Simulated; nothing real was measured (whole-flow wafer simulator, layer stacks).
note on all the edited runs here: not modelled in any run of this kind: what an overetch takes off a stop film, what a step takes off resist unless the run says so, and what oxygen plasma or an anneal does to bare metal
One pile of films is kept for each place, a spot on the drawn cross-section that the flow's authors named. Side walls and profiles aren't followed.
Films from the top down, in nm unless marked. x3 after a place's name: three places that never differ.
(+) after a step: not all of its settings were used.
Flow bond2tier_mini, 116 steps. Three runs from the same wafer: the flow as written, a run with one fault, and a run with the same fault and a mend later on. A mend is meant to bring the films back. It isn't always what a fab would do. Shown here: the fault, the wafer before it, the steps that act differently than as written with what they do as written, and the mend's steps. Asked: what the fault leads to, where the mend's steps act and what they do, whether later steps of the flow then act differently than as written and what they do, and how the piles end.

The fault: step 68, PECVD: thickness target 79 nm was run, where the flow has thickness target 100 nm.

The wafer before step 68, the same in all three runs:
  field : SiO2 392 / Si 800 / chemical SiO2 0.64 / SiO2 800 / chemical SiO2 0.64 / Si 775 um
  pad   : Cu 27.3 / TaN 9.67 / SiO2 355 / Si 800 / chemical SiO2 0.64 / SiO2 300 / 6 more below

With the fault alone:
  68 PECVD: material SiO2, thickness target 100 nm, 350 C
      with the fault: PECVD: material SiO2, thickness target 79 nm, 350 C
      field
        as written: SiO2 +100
        with the fault: SiO2 +79
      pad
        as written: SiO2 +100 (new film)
        with the fault: SiO2 +79 (new film)
  Later steps of the flow that act differently than as written (2 more steps differ only slightly, by at most 2% or 0.5 nm, whichever is larger, and aren't shown):
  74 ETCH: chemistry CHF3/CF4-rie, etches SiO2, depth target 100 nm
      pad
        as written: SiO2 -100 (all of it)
        with the fault: SiO2 -79 (all of it), Cu -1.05
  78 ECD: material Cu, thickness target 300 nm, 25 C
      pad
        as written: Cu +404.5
        with the fault: Cu +383.6
  At the end the piles differ from the flow's by more than 2% or 0.5 nm, whichever is larger, at field, pad.
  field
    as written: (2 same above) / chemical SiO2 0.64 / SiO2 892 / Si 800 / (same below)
    with the fault: (2 same above) / chemical SiO2 0.64 / SiO2 871 / Si 800 / (same below)
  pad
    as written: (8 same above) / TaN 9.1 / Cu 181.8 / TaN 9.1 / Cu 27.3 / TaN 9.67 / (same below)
    with the fault: (8 same above) / TaN 9.1 / Cu 161.6 / TaN 9.32 / Cu 26.3 / TaN 9.67 / (same below)

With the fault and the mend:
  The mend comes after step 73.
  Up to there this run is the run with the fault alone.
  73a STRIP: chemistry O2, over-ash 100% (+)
      field
        KrF resist -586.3 (all of it)
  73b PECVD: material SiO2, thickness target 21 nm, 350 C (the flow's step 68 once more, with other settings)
      field, pad
        SiO2 +21
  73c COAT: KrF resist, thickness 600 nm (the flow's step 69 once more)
      field, pad
        KrF resist +600 (new film)
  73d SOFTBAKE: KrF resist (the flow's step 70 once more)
      changes no film at any place that is followed
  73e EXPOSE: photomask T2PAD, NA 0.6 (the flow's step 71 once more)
      changes no film at any place that is followed
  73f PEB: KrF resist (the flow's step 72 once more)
      changes no film at any place that is followed
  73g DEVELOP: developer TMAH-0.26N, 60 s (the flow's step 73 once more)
      field
        KrF resist -13.7
      pad
        KrF resist -600 (all of it)
  No later step of the flow acts differently than as written at any place that is followed.
  At the end the piles are the same as the flow's at every place that both follow.
